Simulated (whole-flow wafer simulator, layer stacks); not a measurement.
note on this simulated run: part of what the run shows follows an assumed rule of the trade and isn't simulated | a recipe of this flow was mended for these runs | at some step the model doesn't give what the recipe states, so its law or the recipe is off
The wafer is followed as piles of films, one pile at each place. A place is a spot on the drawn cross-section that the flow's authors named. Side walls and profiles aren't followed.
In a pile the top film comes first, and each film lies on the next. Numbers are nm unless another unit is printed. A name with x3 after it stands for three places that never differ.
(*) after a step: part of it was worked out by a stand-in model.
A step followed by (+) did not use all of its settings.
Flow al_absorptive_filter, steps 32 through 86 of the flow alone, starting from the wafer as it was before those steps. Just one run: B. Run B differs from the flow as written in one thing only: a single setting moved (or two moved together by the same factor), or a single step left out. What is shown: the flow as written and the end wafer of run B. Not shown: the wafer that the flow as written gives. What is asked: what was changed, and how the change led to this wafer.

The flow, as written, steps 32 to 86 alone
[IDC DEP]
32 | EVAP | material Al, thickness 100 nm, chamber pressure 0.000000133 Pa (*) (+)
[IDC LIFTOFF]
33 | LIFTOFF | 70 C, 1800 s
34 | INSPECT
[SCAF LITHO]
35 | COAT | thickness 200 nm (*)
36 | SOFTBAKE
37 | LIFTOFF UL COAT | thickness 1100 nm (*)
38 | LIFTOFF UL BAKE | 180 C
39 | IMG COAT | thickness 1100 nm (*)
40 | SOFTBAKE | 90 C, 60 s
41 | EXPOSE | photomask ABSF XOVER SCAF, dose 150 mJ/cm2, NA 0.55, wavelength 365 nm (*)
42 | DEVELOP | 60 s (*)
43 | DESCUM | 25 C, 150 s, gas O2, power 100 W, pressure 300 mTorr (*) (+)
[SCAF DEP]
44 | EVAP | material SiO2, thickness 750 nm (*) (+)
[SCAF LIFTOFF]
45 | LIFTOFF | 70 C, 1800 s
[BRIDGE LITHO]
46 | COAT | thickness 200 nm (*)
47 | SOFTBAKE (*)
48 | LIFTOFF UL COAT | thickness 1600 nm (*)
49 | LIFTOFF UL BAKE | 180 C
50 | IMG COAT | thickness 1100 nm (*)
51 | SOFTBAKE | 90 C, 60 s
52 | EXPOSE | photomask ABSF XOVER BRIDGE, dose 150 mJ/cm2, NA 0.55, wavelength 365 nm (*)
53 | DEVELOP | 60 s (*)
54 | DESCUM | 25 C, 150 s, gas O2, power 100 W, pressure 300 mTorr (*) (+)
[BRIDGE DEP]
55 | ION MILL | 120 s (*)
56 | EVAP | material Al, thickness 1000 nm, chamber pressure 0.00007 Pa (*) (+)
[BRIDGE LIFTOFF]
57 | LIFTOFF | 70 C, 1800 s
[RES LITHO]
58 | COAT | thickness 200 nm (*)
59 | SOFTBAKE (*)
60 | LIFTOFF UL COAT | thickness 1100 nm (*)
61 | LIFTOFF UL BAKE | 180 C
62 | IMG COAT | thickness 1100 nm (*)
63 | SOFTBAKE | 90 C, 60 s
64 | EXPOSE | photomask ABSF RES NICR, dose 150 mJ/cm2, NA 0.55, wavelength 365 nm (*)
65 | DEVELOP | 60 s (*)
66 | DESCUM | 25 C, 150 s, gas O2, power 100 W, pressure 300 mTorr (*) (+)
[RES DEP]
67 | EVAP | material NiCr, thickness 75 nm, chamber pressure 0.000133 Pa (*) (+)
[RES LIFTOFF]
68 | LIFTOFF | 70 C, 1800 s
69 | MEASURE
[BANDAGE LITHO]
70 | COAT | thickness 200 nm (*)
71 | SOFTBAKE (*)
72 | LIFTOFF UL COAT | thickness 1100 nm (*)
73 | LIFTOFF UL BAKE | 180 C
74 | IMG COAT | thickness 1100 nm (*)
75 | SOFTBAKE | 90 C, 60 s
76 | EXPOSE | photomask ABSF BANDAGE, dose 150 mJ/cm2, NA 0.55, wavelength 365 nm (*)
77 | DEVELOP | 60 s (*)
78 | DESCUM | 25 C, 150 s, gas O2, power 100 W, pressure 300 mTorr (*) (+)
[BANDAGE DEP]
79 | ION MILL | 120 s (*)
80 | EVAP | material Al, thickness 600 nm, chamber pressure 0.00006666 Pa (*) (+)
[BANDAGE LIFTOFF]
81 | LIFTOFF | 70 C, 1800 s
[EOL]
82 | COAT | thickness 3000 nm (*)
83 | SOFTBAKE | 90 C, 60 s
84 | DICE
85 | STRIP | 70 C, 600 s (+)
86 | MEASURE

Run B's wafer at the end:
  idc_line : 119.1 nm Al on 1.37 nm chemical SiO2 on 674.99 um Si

The reason: step 32, EVAP: thickness 124.8 nm was run, whereas the flow has thickness 100 nm.

The path from the change to this, step by step:
  32 | EVAP | material Al, thickness 100 nm, chamber pressure 0.000000133 Pa (*) (+)
      gnd, pad_far, pad_near and 10 more: Al gains 124.8 (new film) (as written it would have been: Al gains 100 (new film))
      idc_line: Al gains 119.1 (new film) (as written it would have been: Al gains 100 (new film))
  33 | LIFTOFF | 70 C, 1800 s
      gnd, xa_field, xa_margin, xa_strip, xl_land, idc_field, idc_space: Al loses 124.8 (all of it), e-beam-resist loses 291 (all of it) (as written it would have been: Al loses 100 (all of it), e-beam-resist loses 291 (all of it))
      pad_far: Al loses 124.8 (all of it), e-beam-resist loses 287 (all of it) (as written it would have been: Al loses 100 (all of it), e-beam-resist loses 287 (all of it))
      (as well as at 5 more places)
  35 | COAT | thickness 200 nm (*)
      idc_line: acrylic-e-beam-resist gains 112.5 (new film) (as written it would have been: acrylic-e-beam-resist gains 125.3 (new film))
      idc_space: acrylic-e-beam-resist gains 235.3 (new film) (as written it would have been: acrylic-e-beam-resist gains 228.2 (new film))
  45 | LIFTOFF | 70 C, 1800 s
      idc_line: SiO2 loses 750 (all of it), i-line-resist loses 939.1 (all of it), lift-off-underlayer loses 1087 (all of it), acrylic-e-beam-resist loses 112.5 (all of it) (as written it would have been: SiO2 loses 750 (all of it), i-line-resist loses 939.2 (all of it), lift-off-underlayer loses 1090 (all of it), acrylic-e-beam-resist loses 125.3 (all of it))
      idc_space: SiO2 loses 750 (all of it), i-line-resist loses 939.1 (all of it), lift-off-underlayer loses 1084.2 (all of it), acrylic-e-beam-resist loses 235.3 (all of it) (as written it would have been: SiO2 loses 750 (all of it), i-line-resist loses 939.1 (all of it), lift-off-underlayer loses 1087.8 (all of it), acrylic-e-beam-resist loses 228.2 (all of it))
  46 | COAT | thickness 200 nm (*)
      idc_line: acrylic-e-beam-resist gains 118.2 (new film) (as written it would have been: acrylic-e-beam-resist gains 129.8 (new film))
      idc_space: acrylic-e-beam-resist gains 237 (new film) (as written it would have been: acrylic-e-beam-resist gains 229.8 (new film))
  57 | LIFTOFF | 70 C, 1800 s
      idc_line: Al loses 1000 (all of it), i-line-resist loses 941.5 (all of it), lift-off-underlayer loses 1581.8 (all of it), acrylic-e-beam-resist loses 118.2 (all of it) (as written it would have been: Al loses 1000 (all of it), i-line-resist loses 941.5 (all of it), lift-off-underlayer loses 1586.1 (all of it), acrylic-e-beam-resist loses 129.8 (all of it))
      idc_space: Al loses 1000 (all of it), i-line-resist loses 941.5 (all of it), lift-off-underlayer loses 1582.9 (all of it), acrylic-e-beam-resist loses 237 (all of it) (as written it would have been: Al loses 1000 (all of it), i-line-resist loses 941.5 (all of it), lift-off-underlayer loses 1586.9 (all of it), acrylic-e-beam-resist loses 229.8 (all of it))
  58 | COAT | thickness 200 nm (*)
      idc_line: acrylic-e-beam-resist gains 118.2 (new film) (as written it would have been: acrylic-e-beam-resist gains 129.8 (new film))
      idc_space: acrylic-e-beam-resist gains 237 (new film) (as written it would have been: acrylic-e-beam-resist gains 229.8 (new film))
  68 | LIFTOFF | 70 C, 1800 s
      idc_line: NiCr loses 75 (all of it), i-line-resist loses 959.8 (all of it), lift-off-underlayer loses 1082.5 (all of it), acrylic-e-beam-resist loses 118.2 (all of it) (as written it would have been: NiCr loses 75 (all of it), i-line-resist loses 959.8 (all of it), lift-off-underlayer loses 1086.6 (all of it), acrylic-e-beam-resist loses 129.8 (all of it))
      idc_space: NiCr loses 75 (all of it), i-line-resist loses 959.7 (all of it), lift-off-underlayer loses 1083.6 (all of it), acrylic-e-beam-resist loses 237 (all of it) (as written it would have been: NiCr loses 75 (all of it), i-line-resist loses 959.8 (all of it), lift-off-underlayer loses 1087.4 (all of it), acrylic-e-beam-resist loses 229.8 (all of it))
  70 | COAT | thickness 200 nm (*)
      idc_line: acrylic-e-beam-resist gains 118.2 (new film) (as written it would have been: acrylic-e-beam-resist gains 129.8 (new film))
      idc_space: acrylic-e-beam-resist gains 237 (new film) (as written it would have been: acrylic-e-beam-resist gains 229.8 (new film))
  81 | LIFTOFF | 70 C, 1800 s
      idc_line: Al loses 600 (all of it), i-line-resist loses 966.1 (all of it), lift-off-underlayer loses 1082.5 (all of it), acrylic-e-beam-resist loses 118.2 (all of it) (as written it would have been: Al loses 600 (all of it), i-line-resist loses 966.1 (all of it), lift-off-underlayer loses 1086.6 (all of it), acrylic-e-beam-resist loses 129.8 (all of it))
      idc_space: Al loses 600 (all of it), i-line-resist loses 966 (all of it), lift-off-underlayer loses 1083.6 (all of it), acrylic-e-beam-resist loses 237 (all of it) (as written it would have been: Al loses 600 (all of it), i-line-resist loses 966.1 (all of it), lift-off-underlayer loses 1087.4 (all of it), acrylic-e-beam-resist loses 229.8 (all of it))
